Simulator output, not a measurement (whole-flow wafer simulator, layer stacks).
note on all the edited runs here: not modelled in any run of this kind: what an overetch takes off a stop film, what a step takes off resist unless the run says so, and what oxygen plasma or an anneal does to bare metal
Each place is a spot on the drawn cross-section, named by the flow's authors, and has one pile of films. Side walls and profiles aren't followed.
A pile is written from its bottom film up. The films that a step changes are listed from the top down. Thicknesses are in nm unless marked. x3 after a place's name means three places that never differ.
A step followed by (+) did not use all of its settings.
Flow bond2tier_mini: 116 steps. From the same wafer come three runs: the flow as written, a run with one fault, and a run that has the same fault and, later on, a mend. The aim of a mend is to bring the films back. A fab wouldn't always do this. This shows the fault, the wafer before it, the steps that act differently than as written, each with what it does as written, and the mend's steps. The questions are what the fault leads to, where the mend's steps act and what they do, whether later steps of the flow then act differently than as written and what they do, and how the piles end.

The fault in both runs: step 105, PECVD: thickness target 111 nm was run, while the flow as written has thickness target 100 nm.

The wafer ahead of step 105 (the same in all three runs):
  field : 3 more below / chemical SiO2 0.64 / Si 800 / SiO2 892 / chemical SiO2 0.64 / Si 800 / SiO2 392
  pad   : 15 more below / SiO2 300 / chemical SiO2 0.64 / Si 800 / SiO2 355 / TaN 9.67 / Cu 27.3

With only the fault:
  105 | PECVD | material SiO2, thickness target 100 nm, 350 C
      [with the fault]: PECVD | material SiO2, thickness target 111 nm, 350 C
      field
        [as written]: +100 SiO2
        [with the fault]: +111 SiO2
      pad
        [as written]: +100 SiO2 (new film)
        [with the fault]: +111 SiO2 (new film)
  Steps later in the flow that act otherwise than as written:
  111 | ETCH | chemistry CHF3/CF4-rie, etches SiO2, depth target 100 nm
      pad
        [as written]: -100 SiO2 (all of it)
        [with the fault]: -100 SiO2
  By the end, the piles at field, pad depart from the flow's by more than 2% or 0.5 nm, whichever is larger.
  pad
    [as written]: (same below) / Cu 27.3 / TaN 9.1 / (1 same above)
    [with the fault]: (same below) / Cu 27.3 / SiO2 11 / TaN 9.1 / (1 same above)
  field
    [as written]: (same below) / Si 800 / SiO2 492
    [with the fault]: (same below) / Si 800 / SiO2 503

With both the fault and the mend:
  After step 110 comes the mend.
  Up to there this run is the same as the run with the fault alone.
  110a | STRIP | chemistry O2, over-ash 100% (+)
      field
        -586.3 KrF resist (all of it)
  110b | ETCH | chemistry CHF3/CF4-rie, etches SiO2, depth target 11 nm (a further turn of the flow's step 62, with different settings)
      field, pad
        -11 SiO2
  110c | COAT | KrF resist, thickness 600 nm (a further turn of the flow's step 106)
      field, pad
        +600 KrF resist (new film)
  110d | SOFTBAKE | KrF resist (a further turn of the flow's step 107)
      leaves every film unchanged at each place that is followed
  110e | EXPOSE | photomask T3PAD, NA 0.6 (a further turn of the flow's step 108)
      leaves every film unchanged at each place that is followed
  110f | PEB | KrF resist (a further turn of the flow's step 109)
      leaves every film unchanged at each place that is followed
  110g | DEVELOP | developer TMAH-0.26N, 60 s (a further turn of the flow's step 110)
      field
        -13.7 KrF resist
      pad
        -600 KrF resist (all of it)
  None of the later steps of the flow acts differently than as written at any place that is followed.
  At every place that both follow, the piles at the end match the flow's.
